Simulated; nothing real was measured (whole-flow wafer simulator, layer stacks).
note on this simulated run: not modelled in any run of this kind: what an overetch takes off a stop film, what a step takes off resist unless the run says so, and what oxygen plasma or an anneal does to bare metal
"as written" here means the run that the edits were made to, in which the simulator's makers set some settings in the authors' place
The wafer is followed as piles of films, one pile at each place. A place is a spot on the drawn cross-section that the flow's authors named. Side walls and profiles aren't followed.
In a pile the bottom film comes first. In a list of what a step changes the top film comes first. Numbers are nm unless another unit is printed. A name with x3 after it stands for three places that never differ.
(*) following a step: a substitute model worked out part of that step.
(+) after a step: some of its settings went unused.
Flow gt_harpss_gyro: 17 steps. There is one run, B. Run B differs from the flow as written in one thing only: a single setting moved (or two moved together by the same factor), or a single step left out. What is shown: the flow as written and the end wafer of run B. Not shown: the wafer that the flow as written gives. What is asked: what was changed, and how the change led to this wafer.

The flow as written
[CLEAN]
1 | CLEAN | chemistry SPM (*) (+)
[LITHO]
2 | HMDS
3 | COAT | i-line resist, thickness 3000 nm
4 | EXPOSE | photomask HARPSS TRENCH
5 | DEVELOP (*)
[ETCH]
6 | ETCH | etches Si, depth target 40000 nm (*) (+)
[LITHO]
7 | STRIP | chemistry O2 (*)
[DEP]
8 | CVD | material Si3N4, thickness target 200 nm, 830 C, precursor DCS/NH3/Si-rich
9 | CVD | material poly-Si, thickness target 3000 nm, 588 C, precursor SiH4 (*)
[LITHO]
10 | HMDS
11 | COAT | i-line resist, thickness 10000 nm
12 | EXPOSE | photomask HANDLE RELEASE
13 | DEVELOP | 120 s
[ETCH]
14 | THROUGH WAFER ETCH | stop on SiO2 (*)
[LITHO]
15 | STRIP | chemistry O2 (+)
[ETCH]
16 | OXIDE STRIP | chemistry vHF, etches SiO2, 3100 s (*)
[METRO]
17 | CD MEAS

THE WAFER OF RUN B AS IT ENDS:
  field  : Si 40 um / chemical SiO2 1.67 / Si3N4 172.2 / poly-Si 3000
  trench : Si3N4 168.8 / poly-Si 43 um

What caused this: step 8, CVD: thickness target 172.2 nm was run, whereas the flow has thickness target 200 nm.
The wafer lets one read it off: field has Si3N4 172.2, and step 8 as written asks for 200 nm.

Step by step, how the change led to this:
  8 | CVD | material Si3N4, thickness target 200 nm, 830 C, precursor DCS/NH3/Si-rich
      field: Si3N4 gains 172.2 (new film) (in the flow as written it would be: Si3N4 gains 200 (new film))
      trench: Si3N4 gains 168.8 (new film) (in the flow as written it would be: Si3N4 gains 195.9 (new film))
  9 | CVD | material poly-Si, thickness target 3000 nm, 588 C, precursor SiH4 (*)
      trench: poly-Si gains 43 um (new film) (in the flow as written it would be: poly-Si gains 43.01 um (new film))
